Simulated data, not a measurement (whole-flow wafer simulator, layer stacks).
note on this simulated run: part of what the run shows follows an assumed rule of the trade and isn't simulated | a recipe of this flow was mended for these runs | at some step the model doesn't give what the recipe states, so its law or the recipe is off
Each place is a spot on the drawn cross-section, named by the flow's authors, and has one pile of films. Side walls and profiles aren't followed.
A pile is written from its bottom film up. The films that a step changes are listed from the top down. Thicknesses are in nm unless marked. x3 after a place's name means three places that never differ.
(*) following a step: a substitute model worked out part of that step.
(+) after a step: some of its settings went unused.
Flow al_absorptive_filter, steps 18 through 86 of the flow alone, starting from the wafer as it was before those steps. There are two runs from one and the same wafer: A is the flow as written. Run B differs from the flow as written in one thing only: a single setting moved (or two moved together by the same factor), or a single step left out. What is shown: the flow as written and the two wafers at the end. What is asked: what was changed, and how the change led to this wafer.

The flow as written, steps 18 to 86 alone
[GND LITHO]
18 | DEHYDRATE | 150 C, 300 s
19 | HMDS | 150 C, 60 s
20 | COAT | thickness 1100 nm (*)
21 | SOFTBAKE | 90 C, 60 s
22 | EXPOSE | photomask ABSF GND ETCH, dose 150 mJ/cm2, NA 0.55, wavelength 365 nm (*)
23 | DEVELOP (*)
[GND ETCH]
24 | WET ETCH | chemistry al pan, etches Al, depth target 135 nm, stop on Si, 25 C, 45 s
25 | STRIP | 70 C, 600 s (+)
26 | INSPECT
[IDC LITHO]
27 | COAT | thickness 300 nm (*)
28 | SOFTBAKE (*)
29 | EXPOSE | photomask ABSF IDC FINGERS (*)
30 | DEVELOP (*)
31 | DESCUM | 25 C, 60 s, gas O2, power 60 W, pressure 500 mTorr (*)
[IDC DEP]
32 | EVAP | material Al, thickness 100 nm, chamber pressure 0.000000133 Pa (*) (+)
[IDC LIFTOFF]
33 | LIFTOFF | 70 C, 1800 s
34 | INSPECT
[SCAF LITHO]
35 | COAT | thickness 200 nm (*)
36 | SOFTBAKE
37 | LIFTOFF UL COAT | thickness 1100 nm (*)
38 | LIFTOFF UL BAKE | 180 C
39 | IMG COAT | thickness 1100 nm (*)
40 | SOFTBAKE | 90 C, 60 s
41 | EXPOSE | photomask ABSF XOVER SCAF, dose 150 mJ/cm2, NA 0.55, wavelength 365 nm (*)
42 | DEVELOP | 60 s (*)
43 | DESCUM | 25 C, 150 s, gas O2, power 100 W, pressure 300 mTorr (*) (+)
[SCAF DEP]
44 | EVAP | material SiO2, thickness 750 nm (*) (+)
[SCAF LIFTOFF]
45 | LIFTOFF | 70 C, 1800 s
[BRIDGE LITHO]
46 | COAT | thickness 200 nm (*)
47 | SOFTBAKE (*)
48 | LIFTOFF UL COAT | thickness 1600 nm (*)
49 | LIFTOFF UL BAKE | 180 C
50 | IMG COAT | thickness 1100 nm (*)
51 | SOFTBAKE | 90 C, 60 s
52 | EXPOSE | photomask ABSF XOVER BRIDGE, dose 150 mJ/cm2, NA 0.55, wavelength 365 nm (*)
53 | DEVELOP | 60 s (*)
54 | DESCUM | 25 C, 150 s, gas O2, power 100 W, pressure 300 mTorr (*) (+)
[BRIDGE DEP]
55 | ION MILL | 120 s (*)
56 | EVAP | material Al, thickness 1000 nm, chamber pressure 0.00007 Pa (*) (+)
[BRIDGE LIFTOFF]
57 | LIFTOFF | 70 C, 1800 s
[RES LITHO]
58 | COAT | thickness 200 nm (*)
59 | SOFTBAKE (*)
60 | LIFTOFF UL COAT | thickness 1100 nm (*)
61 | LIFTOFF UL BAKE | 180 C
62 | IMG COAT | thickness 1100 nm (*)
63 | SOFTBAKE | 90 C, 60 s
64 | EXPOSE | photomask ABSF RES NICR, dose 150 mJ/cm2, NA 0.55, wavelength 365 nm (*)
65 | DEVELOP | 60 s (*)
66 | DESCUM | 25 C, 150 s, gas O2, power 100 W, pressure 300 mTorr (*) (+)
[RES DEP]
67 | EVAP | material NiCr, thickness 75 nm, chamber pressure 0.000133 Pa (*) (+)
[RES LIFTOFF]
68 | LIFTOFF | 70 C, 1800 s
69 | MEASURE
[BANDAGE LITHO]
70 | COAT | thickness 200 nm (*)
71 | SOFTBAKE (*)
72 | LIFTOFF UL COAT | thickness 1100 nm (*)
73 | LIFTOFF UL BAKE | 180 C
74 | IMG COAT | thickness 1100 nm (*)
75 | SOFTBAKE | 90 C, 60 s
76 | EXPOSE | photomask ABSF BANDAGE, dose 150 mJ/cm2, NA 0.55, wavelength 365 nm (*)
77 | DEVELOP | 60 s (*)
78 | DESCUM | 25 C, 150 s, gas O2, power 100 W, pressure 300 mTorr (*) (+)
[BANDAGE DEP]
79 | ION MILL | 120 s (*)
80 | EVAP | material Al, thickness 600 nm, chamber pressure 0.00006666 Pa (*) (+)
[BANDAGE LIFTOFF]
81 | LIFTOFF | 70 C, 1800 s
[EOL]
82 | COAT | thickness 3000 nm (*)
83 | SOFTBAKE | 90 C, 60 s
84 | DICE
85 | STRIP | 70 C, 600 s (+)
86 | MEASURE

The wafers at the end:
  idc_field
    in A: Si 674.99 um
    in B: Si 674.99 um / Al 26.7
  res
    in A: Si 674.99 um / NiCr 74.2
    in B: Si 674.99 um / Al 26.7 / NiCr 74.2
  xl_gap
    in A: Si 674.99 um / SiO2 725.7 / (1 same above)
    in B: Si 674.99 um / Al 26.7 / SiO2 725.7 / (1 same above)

The reason: step 24, WET ETCH: depth target 60 nm was run, though the flow has depth target 135 nm; step 24, WET ETCH: 20 s was run, where the flow has 45 s.

Step by step, how the change led to this:
  24 | WET ETCH | chemistry al pan, etches Al, depth target 135 nm, stop on Si, 25 C, 45 s
      res, xl_gap, idc_field, idc_line, idc_space: A -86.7 Al (all of it) | B -60 Al
  27 | COAT | thickness 300 nm (*)
      ledge: A +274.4 e-beam-resist (new film) | B +282.2 e-beam-resist (new film)
      res: A +349.6 e-beam-resist (new film) | B +337 e-beam-resist (new film)
      (and at 1 other place as well)
  31 | DESCUM | 25 C, 60 s, gas O2, power 60 W, pressure 500 mTorr (*)
      idc_line: A +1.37 chemical SiO2 (new film), -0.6 Si | B nothing
  32 | EVAP | material Al, thickness 100 nm, chamber pressure 0.000000133 Pa (*) (+)
      idc_line: A +100 Al (new film) | B +100 Al
  33 | LIFTOFF | 70 C, 1800 s
      ledge: A -100 Al (all of it), -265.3 e-beam-resist (all of it) | B -100 Al (all of it), -273.2 e-beam-resist (all of it)
      res: A -100 Al (all of it), -340.6 e-beam-resist (all of it) | B -100 Al (all of it), -327.9 e-beam-resist (all of it)
      (and at 1 other place as well)
  35 | COAT | thickness 200 nm (*)
      ledge: A +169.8 acrylic-e-beam-resist (new film) | B +178.7 acrylic-e-beam-resist (new film)
      res: A +231.4 acrylic-e-beam-resist (new film) | B +223.9 acrylic-e-beam-resist (new film)
      (and at 2 other places as well)
  43 | DESCUM | 25 C, 150 s, gas O2, power 100 W, pressure 300 mTorr (*) (+)
      gnd, pad_far, pad_near and 7 more: A -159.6 i-line-resist | B -149.2 i-line-resist
      xl_gap: A -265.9 acrylic-e-beam-resist (all of it) | B -248.7 acrylic-e-beam-resist (all of it)
      (and at 1 other place as well)
  45 | LIFTOFF | 70 C, 1800 s
      ledge: A -750 SiO2 (all of it), -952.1 i-line-resist (all of it), -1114 lift-off-underlayer (all of it), -169.8 acrylic-e-beam-resist (all of it) | B -750 SiO2 (all of it), -958.8 i-line-resist (all of it), -1110.6 lift-off-underlayer (all of it), -178.7 acrylic-e-beam-resist (all of it)
      res: A -750 SiO2 (all of it), -956.3 i-line-resist (all of it), -1148.2 lift-off-underlayer (all of it), -231.4 acrylic-e-beam-resist (all of it) | B -750 SiO2 (all of it), -962.1 i-line-resist (all of it), -1135.4 lift-off-underlayer (all of it), -223.9 acrylic-e-beam-resist (all of it)
  46 | COAT | thickness 200 nm (*)
      ledge: A +169.8 acrylic-e-beam-resist (new film) | B +178.7 acrylic-e-beam-resist (new film)
      res: A +231.4 acrylic-e-beam-resist (new film) | B +223.9 acrylic-e-beam-resist (new film)
      (and at 2 other places as well)
  54 | DESCUM | 25 C, 150 s, gas O2, power 100 W, pressure 300 mTorr (*) (+)
      xl_gap: A -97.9 acrylic-e-beam-resist (all of it) | B -88.5 acrylic-e-beam-resist (all of it)
      xl_turn: A -141.8 acrylic-e-beam-resist (all of it) | B -146.2 acrylic-e-beam-resist (all of it)
  57 | LIFTOFF | 70 C, 1800 s
      ledge: A -1000 Al (all of it), -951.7 i-line-resist (all of it), -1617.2 lift-off-underlayer (all of it), -169.8 acrylic-e-beam-resist (all of it) | B -1000 Al (all of it), -948.7 i-line-resist (all of it), -1612.9 lift-off-underlayer (all of it), -178.7 acrylic-e-beam-resist (all of it)
      res: A -1000 Al (all of it), -954.3 i-line-resist (all of it), -1653.2 lift-off-underlayer (all of it), -231.4 acrylic-e-beam-resist (all of it) | B -1000 Al (all of it), -950.8 i-line-resist (all of it), -1639 lift-off-underlayer (all of it), -223.9 acrylic-e-beam-resist (all of it)
  58 | COAT | thickness 200 nm (*)
      ledge: A +169.8 acrylic-e-beam-resist (new film) | B +178.7 acrylic-e-beam-resist (new film)
      res: A +231.4 acrylic-e-beam-resist (new film) | B +223.9 acrylic-e-beam-resist (new film)
      (and at 2 other places as well)
  66 | DESCUM | 25 C, 150 s, gas O2, power 100 W, pressure 300 mTorr (*) (+)
      gnd, pad_far, xa_field and 8 more: A -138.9 i-line-resist | B -134.3 i-line-resist
      ledge: A -169.8 acrylic-e-beam-resist (all of it) | B -178.7 acrylic-e-beam-resist (all of it)
      (and at 1 other place as well)
  68 | LIFTOFF | 70 C, 1800 s
      xl_gap: A -75 NiCr (all of it), -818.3 i-line-resist (all of it), -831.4 lift-off-underlayer (all of it), -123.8 acrylic-e-beam-resist (all of it) | B -75 NiCr (all of it), -820 i-line-resist (all of it), -816.4 lift-off-underlayer (all of it), -118.5 acrylic-e-beam-resist (all of it)
      xl_turn: A -75 NiCr (all of it), -760.9 i-line-resist (all of it), -781.4 lift-off-underlayer (all of it), -146.6 acrylic-e-beam-resist (all of it) | B -75 NiCr (all of it), -762.5 i-line-resist (all of it), -784.4 lift-off-underlayer (all of it), -150.2 acrylic-e-beam-resist (all of it)
  70 | COAT | thickness 200 nm (*)
      ledge: A +167 acrylic-e-beam-resist (new film) | B +176.1 acrylic-e-beam-resist (new film)
      res: A +218.1 acrylic-e-beam-resist (new film) | B +210.3 acrylic-e-beam-resist (new film)
      (and at 2 other places as well)
  81 | LIFTOFF | 70 C, 1800 s
      ledge: A -600 Al (all of it), -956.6 i-line-resist (all of it), -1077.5 lift-off-underlayer (all of it), -167 acrylic-e-beam-resist (all of it) | B -600 Al (all of it), -952.9 i-line-resist (all of it), -1073.9 lift-off-underlayer (all of it), -176.1 acrylic-e-beam-resist (all of it)
      res: A -600 Al (all of it), -964.1 i-line-resist (all of it), -1118.2 lift-off-underlayer (all of it), -218.1 acrylic-e-beam-resist (all of it) | B -600 Al (all of it), -959.6 i-line-resist (all of it), -1105.6 lift-off-underlayer (all of it), -210.3 acrylic-e-beam-resist (all of it)
      (and at 2 other places as well)
  83 | SOFTBAKE | 90 C, 60 s
      res: A -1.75 i-line-resist | B -2.59 i-line-resist
Taking metal films that touch as one body, idc_field has 1 body; the flow as written gives 0 bodies.
Taking metal films that touch as one body, res has 1 body; the flow as written gives 0 bodies.
Taking metal films that touch as one body, xl_gap has 2 bodies (between them, from the top down: SiO2 725.7); the flow as written gives 1 body.
